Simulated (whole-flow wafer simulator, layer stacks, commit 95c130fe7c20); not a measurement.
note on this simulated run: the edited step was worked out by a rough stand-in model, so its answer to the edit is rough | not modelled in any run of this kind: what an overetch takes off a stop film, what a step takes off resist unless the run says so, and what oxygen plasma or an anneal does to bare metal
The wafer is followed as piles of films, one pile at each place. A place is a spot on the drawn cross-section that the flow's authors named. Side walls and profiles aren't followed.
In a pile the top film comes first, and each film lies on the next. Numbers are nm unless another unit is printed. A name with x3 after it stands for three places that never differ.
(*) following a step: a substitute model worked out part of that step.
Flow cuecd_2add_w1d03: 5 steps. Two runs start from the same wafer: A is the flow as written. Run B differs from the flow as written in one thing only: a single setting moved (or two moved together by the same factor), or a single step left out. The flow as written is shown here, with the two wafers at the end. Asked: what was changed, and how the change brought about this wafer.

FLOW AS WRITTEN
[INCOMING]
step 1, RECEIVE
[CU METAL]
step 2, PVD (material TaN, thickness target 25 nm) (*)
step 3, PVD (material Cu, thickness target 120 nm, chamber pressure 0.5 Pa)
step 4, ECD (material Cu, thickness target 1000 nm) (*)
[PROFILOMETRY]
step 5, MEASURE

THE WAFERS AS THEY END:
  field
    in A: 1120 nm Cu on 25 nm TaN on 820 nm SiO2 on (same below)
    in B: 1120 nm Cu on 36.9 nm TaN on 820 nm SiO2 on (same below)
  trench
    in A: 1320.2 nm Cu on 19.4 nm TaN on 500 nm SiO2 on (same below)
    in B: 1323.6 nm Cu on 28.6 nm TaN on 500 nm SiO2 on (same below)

What caused this: step 2, PVD: thickness target 36.9 nm was run, while the flow as written has thickness target 25 nm.
The wafer lets one read it off: field has TaN 36.9, and step 2 as written asks for 25 nm.

How this came from the change, step by step:
  step 2, PVD (material TaN, thickness target 25 nm) (*)
      field: A +25 TaN (new film) | B +36.9 TaN (new film)
      trench: A +19.4 TaN (new film) | B +28.6 TaN (new film)
